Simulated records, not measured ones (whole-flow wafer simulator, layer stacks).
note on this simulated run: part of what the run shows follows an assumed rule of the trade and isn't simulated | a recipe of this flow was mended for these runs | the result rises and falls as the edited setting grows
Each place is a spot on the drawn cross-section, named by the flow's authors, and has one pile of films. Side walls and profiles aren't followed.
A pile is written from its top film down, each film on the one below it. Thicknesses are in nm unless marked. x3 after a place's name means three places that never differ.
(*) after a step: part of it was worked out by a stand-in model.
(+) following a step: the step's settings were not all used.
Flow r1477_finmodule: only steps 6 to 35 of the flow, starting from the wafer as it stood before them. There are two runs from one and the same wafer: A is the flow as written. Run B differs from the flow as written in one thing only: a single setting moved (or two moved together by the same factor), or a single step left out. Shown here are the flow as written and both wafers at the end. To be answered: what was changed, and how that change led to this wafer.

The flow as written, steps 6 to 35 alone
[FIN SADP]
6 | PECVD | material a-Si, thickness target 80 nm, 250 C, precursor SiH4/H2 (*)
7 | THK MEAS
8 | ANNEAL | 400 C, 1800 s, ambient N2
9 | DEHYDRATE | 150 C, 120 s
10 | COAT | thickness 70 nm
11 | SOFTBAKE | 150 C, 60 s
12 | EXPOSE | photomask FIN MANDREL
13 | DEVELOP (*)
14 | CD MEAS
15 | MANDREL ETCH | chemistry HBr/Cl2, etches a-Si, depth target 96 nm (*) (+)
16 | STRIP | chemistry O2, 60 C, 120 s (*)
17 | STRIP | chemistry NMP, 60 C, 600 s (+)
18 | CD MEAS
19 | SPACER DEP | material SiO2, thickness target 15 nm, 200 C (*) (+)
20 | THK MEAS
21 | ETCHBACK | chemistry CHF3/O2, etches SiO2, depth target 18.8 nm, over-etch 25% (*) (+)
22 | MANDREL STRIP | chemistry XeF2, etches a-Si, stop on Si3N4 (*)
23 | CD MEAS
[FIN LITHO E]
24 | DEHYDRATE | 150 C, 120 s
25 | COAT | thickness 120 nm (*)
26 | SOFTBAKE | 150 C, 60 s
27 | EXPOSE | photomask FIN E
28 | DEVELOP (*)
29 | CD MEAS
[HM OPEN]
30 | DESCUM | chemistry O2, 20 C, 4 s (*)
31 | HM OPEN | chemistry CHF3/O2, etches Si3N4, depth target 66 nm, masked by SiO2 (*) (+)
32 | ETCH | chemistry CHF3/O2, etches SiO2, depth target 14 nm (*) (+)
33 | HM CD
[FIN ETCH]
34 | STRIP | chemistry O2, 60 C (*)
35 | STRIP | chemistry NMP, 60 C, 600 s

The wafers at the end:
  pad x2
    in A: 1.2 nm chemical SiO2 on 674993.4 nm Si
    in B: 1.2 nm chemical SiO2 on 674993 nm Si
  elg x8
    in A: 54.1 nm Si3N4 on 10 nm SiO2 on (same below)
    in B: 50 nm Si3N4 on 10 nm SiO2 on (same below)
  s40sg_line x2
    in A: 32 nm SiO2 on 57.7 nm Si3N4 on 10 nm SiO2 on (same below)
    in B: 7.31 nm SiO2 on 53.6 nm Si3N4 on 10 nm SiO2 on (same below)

Cause: step 6, PECVD: thickness target 51.2 nm was run, though the flow has thickness target 80 nm.

The path from the change to this, step by step:
  6 | PECVD | material a-Si, thickness target 80 nm, 250 C, precursor SiH4/H2 (*)
      pad x2, elg x8, esg x2 and 24 more: A a-Si gains 80 (new film) | B a-Si gains 51.2 (new film)
  15 | MANDREL ETCH | chemistry HBr/Cl2, etches a-Si, depth target 96 nm (*) (+)
      pad x2, elg x8, esg x2 and 18 more: A a-Si loses 80 (all of it), Si3N4 loses 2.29 | B a-Si loses 51.2 (all of it), Si3N4 loses 6.4
  22 | MANDREL STRIP | chemistry XeF2, etches a-Si, stop on Si3N4 (*)
      s40cg x2, s45cg x2, s50cg x2: A a-Si loses 79 (all of it) | B a-Si loses 50.2 (all of it)
  25 | COAT | thickness 120 nm (*)
      s40cg x2: A e-beam-resist gains 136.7 (new film) | B e-beam-resist gains 127.8 (new film)
      s40sg x2: A e-beam-resist gains 142.6 (new film) | B e-beam-resist gains 137.8 (new film)
      (also at 14 further places)
  28 | DEVELOP (*)
      s40cg x2: A e-beam-resist loses 136.7 (all of it) | B e-beam-resist loses 127.8 (all of it)
      s40sg x2: A e-beam-resist loses 142.6 (all of it) | B e-beam-resist loses 137.8 (all of it)
      (also at 14 further places)
  31 | HM OPEN | chemistry CHF3/O2, etches Si3N4, depth target 66 nm, masked by SiO2 (*) (+)
      pad x2, esg x2, e40sg x2, e100sg x2, e200sg x2, s40sg x2, s45sg x2, s50sg x2: A Si3N4 loses 54.1 (all of it), SiO2 loses 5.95 | B Si3N4 loses 50 (all of it), SiO2 loses 8.01
  32 | ETCH | chemistry CHF3/O2, etches SiO2, depth target 14 nm (*) (+)
      pad x2, esg x2, e40sg x2, e100sg x2, e200sg x2, s40sg x2, s45sg x2, s50sg x2: A SiO2 loses 4.05 (all of it), Si loses 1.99 | B SiO2 loses 1.99 (all of it), Si loses 2.4
